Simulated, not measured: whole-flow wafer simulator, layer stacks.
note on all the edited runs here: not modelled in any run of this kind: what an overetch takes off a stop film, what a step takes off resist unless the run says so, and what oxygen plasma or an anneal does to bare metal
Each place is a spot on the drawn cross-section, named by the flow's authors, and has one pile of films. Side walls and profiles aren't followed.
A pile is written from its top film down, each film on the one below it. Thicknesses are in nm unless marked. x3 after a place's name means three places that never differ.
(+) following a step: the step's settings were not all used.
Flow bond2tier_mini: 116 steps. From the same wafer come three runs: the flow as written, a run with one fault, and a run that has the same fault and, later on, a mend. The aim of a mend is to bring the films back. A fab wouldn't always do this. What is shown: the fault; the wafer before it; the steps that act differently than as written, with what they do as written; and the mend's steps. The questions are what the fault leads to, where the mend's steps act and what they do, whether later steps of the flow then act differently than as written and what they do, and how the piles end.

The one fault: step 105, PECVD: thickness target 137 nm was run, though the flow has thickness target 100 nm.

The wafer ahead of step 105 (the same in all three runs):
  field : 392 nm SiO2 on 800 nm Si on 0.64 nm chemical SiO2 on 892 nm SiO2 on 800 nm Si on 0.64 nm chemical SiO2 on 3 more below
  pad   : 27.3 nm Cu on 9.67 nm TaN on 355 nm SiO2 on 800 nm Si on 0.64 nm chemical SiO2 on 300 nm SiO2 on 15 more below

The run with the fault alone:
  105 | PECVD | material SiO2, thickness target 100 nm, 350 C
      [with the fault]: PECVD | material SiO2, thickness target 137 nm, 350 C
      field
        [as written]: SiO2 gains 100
        [with the fault]: SiO2 gains 137
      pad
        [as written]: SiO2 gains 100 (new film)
        [with the fault]: SiO2 gains 137 (new film)
  Steps later in the flow that act otherwise than as written:
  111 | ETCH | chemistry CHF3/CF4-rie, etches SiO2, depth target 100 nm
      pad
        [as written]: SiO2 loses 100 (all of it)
        [with the fault]: SiO2 loses 100
  At field, pad, the piles at the end differ from the flow's by more than 2% or 0.5 nm, whichever is larger.
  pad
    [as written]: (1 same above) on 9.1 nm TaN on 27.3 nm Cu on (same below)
    [with the fault]: (1 same above) on 9.1 nm TaN on 37 nm SiO2 on 27.3 nm Cu on (same below)
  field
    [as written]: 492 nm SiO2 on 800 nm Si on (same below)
    [with the fault]: 529 nm SiO2 on 800 nm Si on (same below)

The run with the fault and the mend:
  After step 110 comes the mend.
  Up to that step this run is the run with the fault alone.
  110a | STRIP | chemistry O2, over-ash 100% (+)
      field
        KrF resist loses 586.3 (all of it)
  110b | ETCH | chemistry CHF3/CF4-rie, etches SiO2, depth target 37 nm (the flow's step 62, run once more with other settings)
      field, pad
        SiO2 loses 37
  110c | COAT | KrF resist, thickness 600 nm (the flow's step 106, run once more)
      field, pad
        KrF resist gains 600 (new film)
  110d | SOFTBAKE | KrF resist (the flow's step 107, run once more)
      alters no film at any place that is followed
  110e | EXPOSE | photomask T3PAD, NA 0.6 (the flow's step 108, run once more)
      alters no film at any place that is followed
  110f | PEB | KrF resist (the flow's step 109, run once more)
      alters no film at any place that is followed
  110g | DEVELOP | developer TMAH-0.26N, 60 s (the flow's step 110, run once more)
      field
        KrF resist loses 13.7
      pad
        KrF resist loses 600 (all of it)
  Later steps of the flow that are run all act as written at every place that is followed.
  At every place that both follow, the piles at the end match the flow's.
